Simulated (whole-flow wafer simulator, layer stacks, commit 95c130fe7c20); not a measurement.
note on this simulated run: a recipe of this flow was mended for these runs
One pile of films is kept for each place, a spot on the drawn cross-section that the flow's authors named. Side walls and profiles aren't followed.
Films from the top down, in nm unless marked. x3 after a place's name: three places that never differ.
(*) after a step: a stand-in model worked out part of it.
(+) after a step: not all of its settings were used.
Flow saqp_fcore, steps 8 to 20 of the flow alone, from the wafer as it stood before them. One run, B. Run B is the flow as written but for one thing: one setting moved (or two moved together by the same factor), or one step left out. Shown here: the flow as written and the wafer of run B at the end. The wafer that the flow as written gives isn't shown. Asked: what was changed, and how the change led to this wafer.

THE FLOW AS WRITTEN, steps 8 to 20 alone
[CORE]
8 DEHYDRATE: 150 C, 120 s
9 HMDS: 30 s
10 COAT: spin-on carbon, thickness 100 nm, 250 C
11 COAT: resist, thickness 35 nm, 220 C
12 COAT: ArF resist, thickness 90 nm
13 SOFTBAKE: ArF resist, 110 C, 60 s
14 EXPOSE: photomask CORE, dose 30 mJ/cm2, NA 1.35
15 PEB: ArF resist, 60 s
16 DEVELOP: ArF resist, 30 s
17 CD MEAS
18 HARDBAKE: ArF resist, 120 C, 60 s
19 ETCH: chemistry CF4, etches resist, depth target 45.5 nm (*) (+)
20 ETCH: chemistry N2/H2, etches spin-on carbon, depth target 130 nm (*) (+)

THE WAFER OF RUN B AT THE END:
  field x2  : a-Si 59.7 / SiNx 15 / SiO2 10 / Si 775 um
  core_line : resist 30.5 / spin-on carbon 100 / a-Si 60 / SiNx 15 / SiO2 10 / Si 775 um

The cause: step 20, ETCH: depth target 100.5 nm was run, where the flow has depth target 130 nm.

How the change led to this, step by step:
  20 ETCH: chemistry N2/H2, etches spin-on carbon, depth target 130 nm (*) (+)
      field x2: spin-on carbon -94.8 (all of it), a-Si -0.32 (as written it would be: spin-on carbon -94.8 (all of it), a-Si -1.96)
      core_line: ArF resist -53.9 (all of it), resist -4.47 (as written it would be: ArF resist -53.9 (all of it), resist -6.44)
